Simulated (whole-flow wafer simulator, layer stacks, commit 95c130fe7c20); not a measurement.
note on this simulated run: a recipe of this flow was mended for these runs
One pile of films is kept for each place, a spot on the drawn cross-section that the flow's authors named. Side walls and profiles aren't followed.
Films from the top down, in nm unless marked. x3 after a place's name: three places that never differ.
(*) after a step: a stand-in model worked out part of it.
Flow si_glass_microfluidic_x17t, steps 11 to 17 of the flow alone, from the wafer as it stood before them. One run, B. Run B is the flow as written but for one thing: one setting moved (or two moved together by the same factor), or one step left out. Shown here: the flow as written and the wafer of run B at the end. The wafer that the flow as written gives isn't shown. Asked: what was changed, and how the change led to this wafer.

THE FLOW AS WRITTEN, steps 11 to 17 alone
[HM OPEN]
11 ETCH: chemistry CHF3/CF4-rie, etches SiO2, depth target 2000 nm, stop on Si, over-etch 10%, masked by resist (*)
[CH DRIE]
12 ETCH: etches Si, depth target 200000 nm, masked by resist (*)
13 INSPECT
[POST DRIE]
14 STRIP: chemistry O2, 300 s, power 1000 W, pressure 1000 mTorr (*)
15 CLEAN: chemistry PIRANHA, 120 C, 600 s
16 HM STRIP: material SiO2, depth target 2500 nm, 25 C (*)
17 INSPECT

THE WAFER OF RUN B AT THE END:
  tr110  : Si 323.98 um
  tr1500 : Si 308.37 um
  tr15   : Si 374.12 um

The cause: step 11, ETCH: over-etch 5.5% was run, where the flow has over-etch 10%.

How the change led to this, step by step:
  11 ETCH: chemistry CHF3/CF4-rie, etches SiO2, depth target 2000 nm, stop on Si, over-etch 10%, masked by resist (*)
      tr110, tr1500, tr15: SiO2 -2000 (all of it), Si -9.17 (as written it would be: SiO2 -2000 (all of it), Si -16.7)
      land: thick-i-line-resist -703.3 (as written it would be: thick-i-line-resist -733.3)
  12 ETCH: etches Si, depth target 200000 nm, masked by resist (*)
      tr1500: Si -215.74 um (as written it would be: Si -215.73 um)
      tr15: Si -149.98 um (as written it would be: Si -149.99 um)
